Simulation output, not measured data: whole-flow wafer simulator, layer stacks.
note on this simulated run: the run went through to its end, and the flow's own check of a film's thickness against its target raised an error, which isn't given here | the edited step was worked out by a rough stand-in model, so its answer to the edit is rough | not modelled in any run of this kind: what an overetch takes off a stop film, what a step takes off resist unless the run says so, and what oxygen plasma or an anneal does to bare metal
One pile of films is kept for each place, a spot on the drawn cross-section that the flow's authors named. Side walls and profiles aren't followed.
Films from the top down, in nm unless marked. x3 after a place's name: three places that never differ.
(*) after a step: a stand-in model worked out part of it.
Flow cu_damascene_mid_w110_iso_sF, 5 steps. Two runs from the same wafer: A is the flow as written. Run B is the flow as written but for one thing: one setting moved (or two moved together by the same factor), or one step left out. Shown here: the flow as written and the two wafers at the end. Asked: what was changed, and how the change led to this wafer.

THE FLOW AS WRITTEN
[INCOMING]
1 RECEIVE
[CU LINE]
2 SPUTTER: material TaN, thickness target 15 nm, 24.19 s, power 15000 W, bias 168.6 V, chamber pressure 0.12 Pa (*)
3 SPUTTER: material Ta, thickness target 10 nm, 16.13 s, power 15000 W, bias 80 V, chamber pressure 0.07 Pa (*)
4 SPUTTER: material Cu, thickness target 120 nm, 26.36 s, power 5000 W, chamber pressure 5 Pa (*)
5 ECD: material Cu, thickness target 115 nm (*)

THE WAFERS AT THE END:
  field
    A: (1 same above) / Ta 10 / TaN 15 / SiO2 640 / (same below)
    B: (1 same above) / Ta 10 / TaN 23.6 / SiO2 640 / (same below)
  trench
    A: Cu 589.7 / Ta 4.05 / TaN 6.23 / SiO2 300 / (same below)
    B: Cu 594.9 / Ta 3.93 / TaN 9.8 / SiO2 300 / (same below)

The cause: step 2, SPUTTER: thickness target 23.6 nm was run, where the flow has thickness target 15 nm; step 2, SPUTTER: 38.1 s was run, where the flow has 24.19 s.
It can be read off the wafer: field has TaN 23.6, and step 2 as written asks for 15 nm.

How the change led to this, step by step:
  2 SPUTTER: material TaN, thickness target 15 nm, 24.19 s, power 15000 W, bias 168.6 V, chamber pressure 0.12 Pa (*)
      field: A TaN +15 (new film) | B TaN +23.6 (new film)
      trench: A TaN +6.23 (new film) | B TaN +9.8 (new film)
  4 SPUTTER: material Cu, thickness target 120 nm, 26.36 s, power 5000 W, chamber pressure 5 Pa (*)
      trench: A Cu +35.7 (new film) | B Cu +34.7 (new film)
